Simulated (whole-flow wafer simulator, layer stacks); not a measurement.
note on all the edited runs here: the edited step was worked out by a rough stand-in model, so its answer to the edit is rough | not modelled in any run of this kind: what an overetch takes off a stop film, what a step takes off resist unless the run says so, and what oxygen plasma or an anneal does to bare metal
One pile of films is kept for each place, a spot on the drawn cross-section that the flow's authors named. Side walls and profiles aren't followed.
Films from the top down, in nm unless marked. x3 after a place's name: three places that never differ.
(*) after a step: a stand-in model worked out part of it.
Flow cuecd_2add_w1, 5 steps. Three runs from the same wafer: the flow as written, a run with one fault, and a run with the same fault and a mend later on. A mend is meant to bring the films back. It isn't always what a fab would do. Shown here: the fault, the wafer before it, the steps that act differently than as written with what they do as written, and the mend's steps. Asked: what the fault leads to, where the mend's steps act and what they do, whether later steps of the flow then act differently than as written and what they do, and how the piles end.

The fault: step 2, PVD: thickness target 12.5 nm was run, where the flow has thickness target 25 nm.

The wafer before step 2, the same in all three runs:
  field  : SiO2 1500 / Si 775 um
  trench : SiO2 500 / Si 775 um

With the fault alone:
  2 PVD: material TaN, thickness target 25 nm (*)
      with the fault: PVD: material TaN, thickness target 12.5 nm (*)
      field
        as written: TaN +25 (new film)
        with the fault: TaN +12.5 (new film)
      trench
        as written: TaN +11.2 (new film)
        with the fault: TaN +5.62 (new film)
  No later step of the flow acts differently than as written, at any place that is followed, by more than 2% or 0.5 nm, whichever is larger.
  At the end the piles differ from the flow's by more than 2% or 0.5 nm, whichever is larger, at field, trench.
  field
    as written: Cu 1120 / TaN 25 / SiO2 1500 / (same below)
    with the fault: Cu 1120 / TaN 12.5 / SiO2 1500 / (same below)
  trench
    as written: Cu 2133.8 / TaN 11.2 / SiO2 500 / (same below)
    with the fault: Cu 2126.9 / TaN 5.62 / SiO2 500 / (same below)

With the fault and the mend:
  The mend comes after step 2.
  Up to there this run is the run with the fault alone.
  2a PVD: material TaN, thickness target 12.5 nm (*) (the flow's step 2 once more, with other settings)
      field
        TaN +12.5
      trench
        TaN +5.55
  No later step of the flow acts differently than as written at any place that is followed.
  At the end the piles are the same as the flow's at every place that both follow.
